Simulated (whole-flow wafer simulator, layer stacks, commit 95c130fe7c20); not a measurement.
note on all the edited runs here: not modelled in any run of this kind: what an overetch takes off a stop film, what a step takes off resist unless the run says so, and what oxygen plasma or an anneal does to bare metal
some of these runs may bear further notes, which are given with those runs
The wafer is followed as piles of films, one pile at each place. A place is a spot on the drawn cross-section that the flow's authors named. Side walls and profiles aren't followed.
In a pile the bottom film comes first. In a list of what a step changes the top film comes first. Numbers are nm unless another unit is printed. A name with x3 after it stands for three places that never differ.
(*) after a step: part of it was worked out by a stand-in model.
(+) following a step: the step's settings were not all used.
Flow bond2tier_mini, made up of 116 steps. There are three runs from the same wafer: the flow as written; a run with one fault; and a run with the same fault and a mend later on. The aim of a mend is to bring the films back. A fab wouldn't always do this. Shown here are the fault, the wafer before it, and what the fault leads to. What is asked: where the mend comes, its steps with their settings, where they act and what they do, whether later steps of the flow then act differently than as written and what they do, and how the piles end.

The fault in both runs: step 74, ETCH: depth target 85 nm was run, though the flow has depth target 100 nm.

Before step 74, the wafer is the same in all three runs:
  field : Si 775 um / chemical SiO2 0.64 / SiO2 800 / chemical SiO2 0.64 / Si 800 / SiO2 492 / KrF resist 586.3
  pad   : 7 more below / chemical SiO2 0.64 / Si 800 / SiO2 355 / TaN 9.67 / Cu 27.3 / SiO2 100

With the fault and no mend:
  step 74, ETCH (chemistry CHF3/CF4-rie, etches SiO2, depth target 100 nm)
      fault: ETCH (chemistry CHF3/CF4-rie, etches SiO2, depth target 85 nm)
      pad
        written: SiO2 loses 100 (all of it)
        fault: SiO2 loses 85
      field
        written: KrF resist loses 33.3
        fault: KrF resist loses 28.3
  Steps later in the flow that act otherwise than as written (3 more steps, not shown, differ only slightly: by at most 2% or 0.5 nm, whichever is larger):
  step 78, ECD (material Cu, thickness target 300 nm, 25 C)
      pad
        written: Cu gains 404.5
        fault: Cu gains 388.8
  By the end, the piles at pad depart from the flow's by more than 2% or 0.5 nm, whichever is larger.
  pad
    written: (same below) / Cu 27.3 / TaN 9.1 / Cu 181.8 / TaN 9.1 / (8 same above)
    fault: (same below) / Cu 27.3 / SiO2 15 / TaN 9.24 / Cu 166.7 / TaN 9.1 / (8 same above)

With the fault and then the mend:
  The mend stands after step 75.
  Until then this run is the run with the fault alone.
  step 75a, COAT (KrF resist, thickness 600 nm) (*) (the flow's step 69 again)
      field
        KrF resist gains 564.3 (new film)
      pad
        KrF resist gains 637.3 (new film)
  step 75b, SOFTBAKE (KrF resist) (the flow's step 70 again)
      alters no film at any place that is followed
  step 75c, EXPOSE (photomask T2PAD, NA 0.6) (the flow's step 71 again)
      alters no film at any place that is followed
  step 75d, PEB (KrF resist) (the flow's step 72 again)
      alters no film at any place that is followed
  step 75e, DEVELOP (developer TMAH-0.26N, 60 s) (the flow's step 73 again)
      field
        KrF resist loses 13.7
      pad
        KrF resist loses 637.3 (all of it)
  step 75f, ETCH (chemistry CHF3/CF4-rie, etches SiO2, depth target 15 nm) (the flow's step 74 again, with other settings)
      field
        KrF resist loses 5
      pad
        SiO2 loses 15 (all of it)
  step 75g, STRIP (chemistry O2, over-ash 100%) (+) (the flow's step 75 again)
      field
        KrF resist loses 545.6 (all of it)
  Later steps of the flow that are run all act as written at every place that is followed.
  At every place that both follow, the piles at the end match the flow's.
